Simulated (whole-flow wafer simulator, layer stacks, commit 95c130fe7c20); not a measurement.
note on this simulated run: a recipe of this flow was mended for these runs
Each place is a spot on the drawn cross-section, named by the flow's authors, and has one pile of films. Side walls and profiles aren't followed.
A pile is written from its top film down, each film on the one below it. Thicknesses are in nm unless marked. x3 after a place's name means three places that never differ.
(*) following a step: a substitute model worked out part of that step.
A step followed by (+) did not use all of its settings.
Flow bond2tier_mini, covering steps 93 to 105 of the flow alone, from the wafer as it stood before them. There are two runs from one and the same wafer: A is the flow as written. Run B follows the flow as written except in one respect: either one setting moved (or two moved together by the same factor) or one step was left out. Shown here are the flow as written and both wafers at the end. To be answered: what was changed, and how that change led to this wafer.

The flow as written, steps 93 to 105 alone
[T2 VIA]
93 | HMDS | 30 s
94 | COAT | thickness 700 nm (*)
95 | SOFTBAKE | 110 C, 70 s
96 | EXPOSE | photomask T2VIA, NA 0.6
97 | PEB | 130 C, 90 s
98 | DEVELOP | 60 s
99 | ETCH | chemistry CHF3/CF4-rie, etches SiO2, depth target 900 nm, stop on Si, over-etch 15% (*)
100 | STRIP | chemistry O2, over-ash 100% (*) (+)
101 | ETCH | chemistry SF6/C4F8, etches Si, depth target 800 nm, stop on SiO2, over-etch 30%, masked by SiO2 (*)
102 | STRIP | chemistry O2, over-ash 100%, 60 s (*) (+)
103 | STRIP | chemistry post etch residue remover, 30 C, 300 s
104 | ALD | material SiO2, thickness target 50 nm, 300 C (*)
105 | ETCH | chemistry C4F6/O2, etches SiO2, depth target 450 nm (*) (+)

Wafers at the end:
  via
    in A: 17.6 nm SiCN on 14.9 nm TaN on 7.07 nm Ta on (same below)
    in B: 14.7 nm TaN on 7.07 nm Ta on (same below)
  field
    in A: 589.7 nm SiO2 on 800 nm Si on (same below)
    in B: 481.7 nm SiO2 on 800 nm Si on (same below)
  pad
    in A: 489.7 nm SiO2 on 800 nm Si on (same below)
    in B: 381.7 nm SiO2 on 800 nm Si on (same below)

The reason: step 105, ETCH: depth target 558 nm was run, while the flow as written has depth target 450 nm.

Step by step, how the change led to this:
  105 | ETCH | chemistry C4F6/O2, etches SiO2, depth target 450 nm (*) (+)
      via: A -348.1 SiO2 (all of it), -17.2 SiCN | B -348.1 SiO2 (all of it), -34.8 SiCN (all of it), -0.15 TaN
      field, pad: A -450 SiO2 | B -558 SiO2
